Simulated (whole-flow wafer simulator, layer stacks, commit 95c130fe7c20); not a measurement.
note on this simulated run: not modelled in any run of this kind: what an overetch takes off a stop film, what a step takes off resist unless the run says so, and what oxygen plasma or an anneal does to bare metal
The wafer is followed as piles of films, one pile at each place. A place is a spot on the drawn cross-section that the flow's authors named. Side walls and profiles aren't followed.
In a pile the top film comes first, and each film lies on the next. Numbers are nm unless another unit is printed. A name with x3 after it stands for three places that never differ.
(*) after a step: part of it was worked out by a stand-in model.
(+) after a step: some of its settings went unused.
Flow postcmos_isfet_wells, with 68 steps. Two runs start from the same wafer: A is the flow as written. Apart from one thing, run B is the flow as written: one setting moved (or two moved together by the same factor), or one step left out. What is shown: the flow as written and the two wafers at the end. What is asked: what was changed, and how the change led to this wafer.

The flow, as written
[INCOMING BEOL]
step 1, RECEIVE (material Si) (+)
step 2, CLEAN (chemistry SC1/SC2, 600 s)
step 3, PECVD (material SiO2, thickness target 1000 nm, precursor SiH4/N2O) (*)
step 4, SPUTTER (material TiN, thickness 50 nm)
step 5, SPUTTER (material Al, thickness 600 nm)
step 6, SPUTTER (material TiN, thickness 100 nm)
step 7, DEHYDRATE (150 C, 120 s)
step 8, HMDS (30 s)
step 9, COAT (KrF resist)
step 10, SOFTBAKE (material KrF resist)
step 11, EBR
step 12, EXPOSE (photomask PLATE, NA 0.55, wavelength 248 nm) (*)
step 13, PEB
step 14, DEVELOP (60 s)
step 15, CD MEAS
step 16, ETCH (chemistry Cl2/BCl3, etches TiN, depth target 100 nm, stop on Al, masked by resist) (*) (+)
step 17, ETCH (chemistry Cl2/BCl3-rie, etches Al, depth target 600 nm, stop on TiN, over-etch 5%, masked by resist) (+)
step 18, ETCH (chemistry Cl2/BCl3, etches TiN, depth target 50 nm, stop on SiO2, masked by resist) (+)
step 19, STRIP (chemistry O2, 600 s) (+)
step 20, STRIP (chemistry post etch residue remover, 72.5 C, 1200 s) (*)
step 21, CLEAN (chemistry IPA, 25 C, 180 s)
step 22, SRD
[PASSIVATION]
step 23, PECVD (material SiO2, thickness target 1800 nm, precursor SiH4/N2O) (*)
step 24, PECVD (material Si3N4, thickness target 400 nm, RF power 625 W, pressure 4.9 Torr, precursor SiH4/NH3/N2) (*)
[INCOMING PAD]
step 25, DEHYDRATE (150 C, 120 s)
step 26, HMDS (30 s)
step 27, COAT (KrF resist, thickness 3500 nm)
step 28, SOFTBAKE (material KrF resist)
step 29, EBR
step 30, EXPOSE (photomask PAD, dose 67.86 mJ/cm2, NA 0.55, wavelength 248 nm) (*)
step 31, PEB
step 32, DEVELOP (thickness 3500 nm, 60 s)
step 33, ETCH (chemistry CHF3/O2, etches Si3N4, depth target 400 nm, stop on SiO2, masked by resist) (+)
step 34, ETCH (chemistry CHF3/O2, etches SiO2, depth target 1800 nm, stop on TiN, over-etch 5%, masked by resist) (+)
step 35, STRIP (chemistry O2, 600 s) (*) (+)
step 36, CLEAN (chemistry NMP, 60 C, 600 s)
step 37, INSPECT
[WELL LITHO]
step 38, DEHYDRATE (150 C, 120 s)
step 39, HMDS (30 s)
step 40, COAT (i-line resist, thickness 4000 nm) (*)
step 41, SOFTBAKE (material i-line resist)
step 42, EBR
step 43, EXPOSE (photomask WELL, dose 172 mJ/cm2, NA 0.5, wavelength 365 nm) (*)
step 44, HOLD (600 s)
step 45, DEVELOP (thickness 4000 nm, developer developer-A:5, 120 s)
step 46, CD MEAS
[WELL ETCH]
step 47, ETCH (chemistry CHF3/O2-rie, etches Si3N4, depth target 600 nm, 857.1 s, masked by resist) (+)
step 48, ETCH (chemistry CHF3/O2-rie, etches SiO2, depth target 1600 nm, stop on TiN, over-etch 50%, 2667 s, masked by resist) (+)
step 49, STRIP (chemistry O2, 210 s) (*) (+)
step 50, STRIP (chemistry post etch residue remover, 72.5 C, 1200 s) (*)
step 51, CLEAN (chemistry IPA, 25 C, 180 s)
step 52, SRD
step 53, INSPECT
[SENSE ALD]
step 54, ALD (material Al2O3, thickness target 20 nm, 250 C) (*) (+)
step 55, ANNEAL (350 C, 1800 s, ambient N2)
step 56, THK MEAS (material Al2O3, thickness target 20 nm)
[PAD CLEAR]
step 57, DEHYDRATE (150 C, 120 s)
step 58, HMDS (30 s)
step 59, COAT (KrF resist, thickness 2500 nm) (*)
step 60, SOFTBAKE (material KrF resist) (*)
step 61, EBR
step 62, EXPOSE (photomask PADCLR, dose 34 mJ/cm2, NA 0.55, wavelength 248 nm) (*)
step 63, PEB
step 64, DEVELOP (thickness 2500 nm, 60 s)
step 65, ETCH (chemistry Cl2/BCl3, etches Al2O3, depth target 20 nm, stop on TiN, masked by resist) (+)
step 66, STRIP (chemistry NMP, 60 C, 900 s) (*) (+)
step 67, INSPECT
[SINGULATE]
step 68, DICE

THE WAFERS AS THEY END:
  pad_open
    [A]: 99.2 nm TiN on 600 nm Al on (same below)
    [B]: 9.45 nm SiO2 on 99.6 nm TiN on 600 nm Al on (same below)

What caused this: step 33, ETCH: depth target 391 nm was run, though the flow has depth target 400 nm.

Step by step, how the change led to this:
  step 33, ETCH (chemistry CHF3/O2, etches Si3N4, depth target 400 nm, stop on SiO2, masked by resist) (+)
      pad_open: A -400 Si3N4 (all of it) | B -391 Si3N4
      field, margin, well900, well1300 x3, pad_rim, pad_clr: A -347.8 KrF resist | B -340 KrF resist
  step 34, ETCH (chemistry CHF3/O2, etches SiO2, depth target 1800 nm, stop on TiN, over-etch 5%, masked by resist) (+)
      pad_open: A -1800 SiO2 (all of it) | B -9 Si3N4 (all of it), -1790.5 SiO2
